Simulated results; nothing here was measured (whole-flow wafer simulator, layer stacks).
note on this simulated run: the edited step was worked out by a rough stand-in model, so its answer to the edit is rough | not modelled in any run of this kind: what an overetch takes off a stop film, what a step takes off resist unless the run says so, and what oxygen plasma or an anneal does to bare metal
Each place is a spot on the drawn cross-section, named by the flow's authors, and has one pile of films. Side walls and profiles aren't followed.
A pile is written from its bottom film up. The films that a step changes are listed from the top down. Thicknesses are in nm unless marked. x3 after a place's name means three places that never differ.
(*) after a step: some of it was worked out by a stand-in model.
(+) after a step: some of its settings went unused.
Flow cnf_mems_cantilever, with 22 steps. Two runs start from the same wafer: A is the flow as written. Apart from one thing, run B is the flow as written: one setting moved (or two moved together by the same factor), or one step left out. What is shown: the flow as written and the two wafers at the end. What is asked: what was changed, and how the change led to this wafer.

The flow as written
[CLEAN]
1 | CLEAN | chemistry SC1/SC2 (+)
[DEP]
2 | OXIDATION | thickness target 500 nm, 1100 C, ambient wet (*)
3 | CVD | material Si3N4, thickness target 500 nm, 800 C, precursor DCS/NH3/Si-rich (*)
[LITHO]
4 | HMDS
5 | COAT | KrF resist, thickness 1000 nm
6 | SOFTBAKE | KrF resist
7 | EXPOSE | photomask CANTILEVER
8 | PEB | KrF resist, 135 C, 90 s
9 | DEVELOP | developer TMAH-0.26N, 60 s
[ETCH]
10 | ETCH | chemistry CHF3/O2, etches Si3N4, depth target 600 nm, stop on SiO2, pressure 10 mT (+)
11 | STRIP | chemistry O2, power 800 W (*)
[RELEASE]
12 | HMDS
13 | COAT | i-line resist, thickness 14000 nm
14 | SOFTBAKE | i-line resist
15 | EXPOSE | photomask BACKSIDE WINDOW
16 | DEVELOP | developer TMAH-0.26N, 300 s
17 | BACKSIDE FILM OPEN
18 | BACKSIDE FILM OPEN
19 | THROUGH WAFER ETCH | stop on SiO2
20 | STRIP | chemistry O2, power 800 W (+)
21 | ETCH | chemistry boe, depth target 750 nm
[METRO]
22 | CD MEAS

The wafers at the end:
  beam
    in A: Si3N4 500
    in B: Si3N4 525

The reason: step 3, CVD: thickness target 525 nm was run, whereas the flow has thickness target 500 nm.
One can read it off the wafer: beam has Si3N4 525, and step 3 as written asks for 500 nm.

Step by step, how the change led to this:
  3 | CVD | material Si3N4, thickness target 500 nm, 800 C, precursor DCS/NH3/Si-rich (*)
      field, beam: A Si3N4 gains 500 (new film) | B Si3N4 gains 525 (new film)
  10 | ETCH | chemistry CHF3/O2, etches Si3N4, depth target 600 nm, stop on SiO2, pressure 10 mT (+)
      field: A Si3N4 loses 500 (all of it) | B Si3N4 loses 525 (all of it)
